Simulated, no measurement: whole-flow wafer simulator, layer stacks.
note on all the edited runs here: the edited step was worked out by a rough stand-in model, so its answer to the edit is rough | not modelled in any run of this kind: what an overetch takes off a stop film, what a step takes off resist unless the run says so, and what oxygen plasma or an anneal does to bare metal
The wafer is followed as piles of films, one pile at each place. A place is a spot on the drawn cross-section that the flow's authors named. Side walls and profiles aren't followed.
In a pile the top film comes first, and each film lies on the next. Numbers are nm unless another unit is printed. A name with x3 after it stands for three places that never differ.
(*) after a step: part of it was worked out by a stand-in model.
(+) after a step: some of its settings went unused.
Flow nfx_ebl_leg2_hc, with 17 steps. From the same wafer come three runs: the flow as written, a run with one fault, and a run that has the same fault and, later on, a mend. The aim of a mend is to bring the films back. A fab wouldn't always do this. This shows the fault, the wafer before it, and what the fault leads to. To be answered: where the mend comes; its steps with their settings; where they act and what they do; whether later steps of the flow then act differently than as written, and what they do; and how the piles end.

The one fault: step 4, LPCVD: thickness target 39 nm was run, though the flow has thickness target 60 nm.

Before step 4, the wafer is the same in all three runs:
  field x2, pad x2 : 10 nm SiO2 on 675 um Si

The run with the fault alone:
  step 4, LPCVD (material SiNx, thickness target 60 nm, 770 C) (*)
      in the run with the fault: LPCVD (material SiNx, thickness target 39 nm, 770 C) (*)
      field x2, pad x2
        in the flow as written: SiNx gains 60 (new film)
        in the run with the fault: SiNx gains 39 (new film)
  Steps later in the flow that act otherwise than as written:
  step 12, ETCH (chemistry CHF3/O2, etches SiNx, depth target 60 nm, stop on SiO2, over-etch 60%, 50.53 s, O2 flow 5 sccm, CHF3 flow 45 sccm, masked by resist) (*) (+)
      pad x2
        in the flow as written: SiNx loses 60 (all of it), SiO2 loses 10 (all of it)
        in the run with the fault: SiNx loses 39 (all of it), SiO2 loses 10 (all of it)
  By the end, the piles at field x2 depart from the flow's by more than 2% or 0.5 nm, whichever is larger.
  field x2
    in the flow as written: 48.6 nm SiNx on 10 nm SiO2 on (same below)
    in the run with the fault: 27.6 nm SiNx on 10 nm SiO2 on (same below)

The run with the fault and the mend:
  After step 5 comes the mend.
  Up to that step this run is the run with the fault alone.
  step 5a, LPCVD (material SiNx, thickness target 21 nm, 770 C) (*) (a further turn of the flow's step 4, with different settings)
      field x2, pad x2
        SiNx gains 21
  Later steps of the flow that are run all act as written at every place that is followed.
  At every place that both follow, the piles at the end match the flow's.
